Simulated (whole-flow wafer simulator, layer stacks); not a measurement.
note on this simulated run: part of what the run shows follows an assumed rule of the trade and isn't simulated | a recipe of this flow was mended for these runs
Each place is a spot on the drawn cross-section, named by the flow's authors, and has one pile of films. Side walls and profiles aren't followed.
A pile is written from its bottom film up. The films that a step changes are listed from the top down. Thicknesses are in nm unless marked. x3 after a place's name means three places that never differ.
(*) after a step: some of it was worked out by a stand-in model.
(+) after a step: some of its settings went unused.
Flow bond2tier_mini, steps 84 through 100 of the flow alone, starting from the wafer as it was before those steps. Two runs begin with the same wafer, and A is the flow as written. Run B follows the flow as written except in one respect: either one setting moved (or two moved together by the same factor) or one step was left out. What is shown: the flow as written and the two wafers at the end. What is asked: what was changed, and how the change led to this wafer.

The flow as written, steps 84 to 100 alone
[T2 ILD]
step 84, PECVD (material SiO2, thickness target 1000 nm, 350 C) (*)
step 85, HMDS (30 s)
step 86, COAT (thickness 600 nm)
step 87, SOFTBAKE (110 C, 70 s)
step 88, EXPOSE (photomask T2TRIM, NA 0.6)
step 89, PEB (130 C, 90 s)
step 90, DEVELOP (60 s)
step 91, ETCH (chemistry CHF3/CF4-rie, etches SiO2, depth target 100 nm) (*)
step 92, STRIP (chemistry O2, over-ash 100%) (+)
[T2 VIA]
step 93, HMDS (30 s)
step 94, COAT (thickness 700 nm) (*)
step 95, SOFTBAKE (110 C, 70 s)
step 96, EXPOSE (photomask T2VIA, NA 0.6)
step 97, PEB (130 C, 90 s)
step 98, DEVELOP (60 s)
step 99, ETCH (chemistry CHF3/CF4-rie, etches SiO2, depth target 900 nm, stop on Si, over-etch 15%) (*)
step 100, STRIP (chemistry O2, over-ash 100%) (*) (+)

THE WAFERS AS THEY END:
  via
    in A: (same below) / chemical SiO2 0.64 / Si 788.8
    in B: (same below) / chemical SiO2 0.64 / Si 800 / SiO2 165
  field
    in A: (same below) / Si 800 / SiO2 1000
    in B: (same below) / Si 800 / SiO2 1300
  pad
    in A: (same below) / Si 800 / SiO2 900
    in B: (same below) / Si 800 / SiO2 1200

The reason: step 84, PECVD: thickness target 1300 nm was run, whereas the flow has thickness target 1000 nm.
One can read it off the wafer: field has SiO2 1300, and step 84 as written asks for 1000 nm.

The path from the change to this, step by step:
  step 84, PECVD (material SiO2, thickness target 1000 nm, 350 C) (*)
      field, pad, via: A SiO2 gains 1000 (new film) | B SiO2 gains 1300 (new film)
  step 99, ETCH (chemistry CHF3/CF4-rie, etches SiO2, depth target 900 nm, stop on Si, over-etch 15%) (*)
      via: A SiO2 loses 900 (all of it), Si loses 11.2 | B SiO2 loses 1035
